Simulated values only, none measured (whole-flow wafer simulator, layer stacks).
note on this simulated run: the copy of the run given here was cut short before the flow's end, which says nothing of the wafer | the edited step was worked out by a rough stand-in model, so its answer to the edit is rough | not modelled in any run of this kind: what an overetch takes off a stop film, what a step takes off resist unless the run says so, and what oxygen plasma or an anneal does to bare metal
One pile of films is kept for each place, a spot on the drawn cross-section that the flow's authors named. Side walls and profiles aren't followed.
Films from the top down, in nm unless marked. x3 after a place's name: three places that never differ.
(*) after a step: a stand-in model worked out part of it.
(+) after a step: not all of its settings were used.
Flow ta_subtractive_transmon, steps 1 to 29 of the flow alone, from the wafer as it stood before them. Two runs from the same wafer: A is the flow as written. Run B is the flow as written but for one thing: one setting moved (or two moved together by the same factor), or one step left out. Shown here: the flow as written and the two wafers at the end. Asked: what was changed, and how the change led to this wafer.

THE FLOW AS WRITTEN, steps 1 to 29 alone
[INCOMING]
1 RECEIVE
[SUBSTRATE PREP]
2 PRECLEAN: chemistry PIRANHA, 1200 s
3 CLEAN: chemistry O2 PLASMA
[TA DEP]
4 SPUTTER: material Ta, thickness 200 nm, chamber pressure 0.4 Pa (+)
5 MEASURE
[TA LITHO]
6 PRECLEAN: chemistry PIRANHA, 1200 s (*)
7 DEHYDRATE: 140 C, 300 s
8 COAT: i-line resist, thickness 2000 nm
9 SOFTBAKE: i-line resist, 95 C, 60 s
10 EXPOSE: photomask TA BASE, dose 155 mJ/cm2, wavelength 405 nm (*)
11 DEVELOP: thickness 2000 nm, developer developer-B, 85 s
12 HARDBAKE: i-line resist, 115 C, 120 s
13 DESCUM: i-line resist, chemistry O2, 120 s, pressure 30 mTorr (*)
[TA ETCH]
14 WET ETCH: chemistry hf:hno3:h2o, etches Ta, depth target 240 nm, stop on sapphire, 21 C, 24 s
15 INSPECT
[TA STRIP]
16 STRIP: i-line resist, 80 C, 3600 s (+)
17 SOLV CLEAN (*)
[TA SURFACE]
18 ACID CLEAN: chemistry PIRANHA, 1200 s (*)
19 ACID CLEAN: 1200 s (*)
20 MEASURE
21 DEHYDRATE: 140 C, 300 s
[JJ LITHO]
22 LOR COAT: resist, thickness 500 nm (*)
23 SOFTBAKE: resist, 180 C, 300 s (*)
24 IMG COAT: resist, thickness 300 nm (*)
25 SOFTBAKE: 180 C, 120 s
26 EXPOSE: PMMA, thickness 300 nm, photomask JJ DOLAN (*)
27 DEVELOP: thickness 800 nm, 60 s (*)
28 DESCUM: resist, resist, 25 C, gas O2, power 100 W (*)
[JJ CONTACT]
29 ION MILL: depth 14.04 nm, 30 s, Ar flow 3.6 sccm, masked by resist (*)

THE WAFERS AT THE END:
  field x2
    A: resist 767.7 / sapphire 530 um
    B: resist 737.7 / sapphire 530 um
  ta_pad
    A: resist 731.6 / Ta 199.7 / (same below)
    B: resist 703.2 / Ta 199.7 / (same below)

The cause: step 24, IMG COAT: thickness 270 nm was run, where the flow has thickness 300 nm.

How the change led to this, step by step:
  24 IMG COAT: resist, thickness 300 nm (*)
      field x2, jj_line: A resist +300 | B resist +270
      lead: A resist +312.6 | B resist +281.7
      (and at 2 more places)
  27 DEVELOP: thickness 800 nm, 60 s (*)
      jj_line: A resist -800 (all of it) | B resist -770 (all of it)
      lead: A resist -867.4 (all of it) | B resist -836.5 (all of it)
      (and at 1 more place)
